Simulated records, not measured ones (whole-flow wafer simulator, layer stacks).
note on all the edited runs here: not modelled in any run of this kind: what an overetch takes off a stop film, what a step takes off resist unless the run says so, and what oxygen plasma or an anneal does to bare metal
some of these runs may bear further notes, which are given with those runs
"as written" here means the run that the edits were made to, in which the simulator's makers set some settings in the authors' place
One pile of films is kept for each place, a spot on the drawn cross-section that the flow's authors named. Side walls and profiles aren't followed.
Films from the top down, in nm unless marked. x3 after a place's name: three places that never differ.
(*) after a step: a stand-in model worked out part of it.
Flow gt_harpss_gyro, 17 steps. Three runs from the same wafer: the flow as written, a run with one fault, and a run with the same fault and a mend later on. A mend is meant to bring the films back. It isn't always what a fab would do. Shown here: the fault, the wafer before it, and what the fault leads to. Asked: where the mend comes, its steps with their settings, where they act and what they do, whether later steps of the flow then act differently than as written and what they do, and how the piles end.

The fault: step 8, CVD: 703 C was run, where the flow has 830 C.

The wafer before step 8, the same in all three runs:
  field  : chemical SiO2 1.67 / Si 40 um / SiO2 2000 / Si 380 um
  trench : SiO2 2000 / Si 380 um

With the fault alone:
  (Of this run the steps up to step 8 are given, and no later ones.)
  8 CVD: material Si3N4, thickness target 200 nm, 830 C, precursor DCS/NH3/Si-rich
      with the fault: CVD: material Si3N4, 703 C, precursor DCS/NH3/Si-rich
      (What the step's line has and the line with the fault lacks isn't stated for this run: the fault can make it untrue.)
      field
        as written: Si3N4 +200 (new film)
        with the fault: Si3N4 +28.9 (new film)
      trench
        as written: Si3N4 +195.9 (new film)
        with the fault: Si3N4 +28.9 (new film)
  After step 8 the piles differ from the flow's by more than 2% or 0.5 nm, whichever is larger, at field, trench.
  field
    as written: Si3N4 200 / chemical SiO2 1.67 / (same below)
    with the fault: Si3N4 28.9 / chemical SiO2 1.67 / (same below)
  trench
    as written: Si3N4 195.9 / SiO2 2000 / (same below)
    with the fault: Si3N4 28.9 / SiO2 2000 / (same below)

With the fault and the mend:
  The mend comes after step 8.
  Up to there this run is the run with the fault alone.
  8a CVD: material Si3N4, thickness target 170.8 nm, 830 C, precursor DCS/NH3/Si-rich (the flow's step 8 once more, with other settings)
      field
        Si3N4 +170.8
      trench
        Si3N4 +167.2
  Later steps of the flow that act differently than as written:
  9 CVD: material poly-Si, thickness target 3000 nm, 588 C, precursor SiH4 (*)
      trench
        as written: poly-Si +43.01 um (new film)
        with the mend: poly-Si +43 um (new film)
  At the end the piles differ from the flow's only slightly at the places that both follow, by at most 2% or 0.5 nm, whichever is larger.
